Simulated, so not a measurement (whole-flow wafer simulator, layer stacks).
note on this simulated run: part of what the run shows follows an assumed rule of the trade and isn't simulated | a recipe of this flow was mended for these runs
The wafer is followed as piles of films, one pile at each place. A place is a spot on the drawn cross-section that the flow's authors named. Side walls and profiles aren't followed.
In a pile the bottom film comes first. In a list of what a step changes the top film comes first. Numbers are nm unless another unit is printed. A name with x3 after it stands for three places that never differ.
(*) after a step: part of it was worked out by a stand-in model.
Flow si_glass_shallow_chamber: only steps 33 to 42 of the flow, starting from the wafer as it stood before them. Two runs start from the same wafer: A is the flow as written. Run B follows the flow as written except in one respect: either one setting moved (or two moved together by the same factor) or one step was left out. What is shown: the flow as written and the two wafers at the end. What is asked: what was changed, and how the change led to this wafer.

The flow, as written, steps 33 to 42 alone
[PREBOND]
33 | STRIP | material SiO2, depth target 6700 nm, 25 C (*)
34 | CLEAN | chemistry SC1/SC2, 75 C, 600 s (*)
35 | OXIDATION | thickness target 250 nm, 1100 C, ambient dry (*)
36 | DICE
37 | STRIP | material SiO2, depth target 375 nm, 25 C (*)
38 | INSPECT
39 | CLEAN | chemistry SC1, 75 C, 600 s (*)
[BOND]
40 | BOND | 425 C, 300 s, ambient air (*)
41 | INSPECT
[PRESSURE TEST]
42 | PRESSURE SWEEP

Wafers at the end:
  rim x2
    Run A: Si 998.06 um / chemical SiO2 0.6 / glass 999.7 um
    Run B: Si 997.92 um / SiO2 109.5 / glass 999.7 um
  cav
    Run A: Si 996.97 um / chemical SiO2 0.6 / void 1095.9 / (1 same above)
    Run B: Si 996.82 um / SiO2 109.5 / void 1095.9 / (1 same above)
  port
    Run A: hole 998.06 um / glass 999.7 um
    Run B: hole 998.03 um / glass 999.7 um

Cause: step 35, OXIDATION: thickness target 600 nm was run, while the flow as written has thickness target 250 nm.

How this came from the change, step by step:
  35 | OXIDATION | thickness target 250 nm, 1100 C, ambient dry (*)
      rim x2, cav, septum, ring: A SiO2 gains 250 (new film), chemical SiO2 loses 0.6 (all of it), Si loses 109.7 | B SiO2 gains 600 (new film), chemical SiO2 loses 0.6 (all of it), Si loses 263.7
  37 | STRIP | material SiO2, depth target 375 nm, 25 C (*)
      rim x2, cav, septum, ring: A SiO2 loses 250 (all of it) | B SiO2 loses 487.5
  39 | CLEAN | chemistry SC1, 75 C, 600 s (*)
      rim x2, cav, septum, ring: A chemical SiO2 gains 0.6 (new film), Si loses 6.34 | B SiO2 loses 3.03
  40 | BOND | 425 C, 300 s, ambient air (*)
      port: A glass gains 999.7 um (new film), hole gains 1017.3 | B glass gains 999.7 um (new film), hole gains 978.5
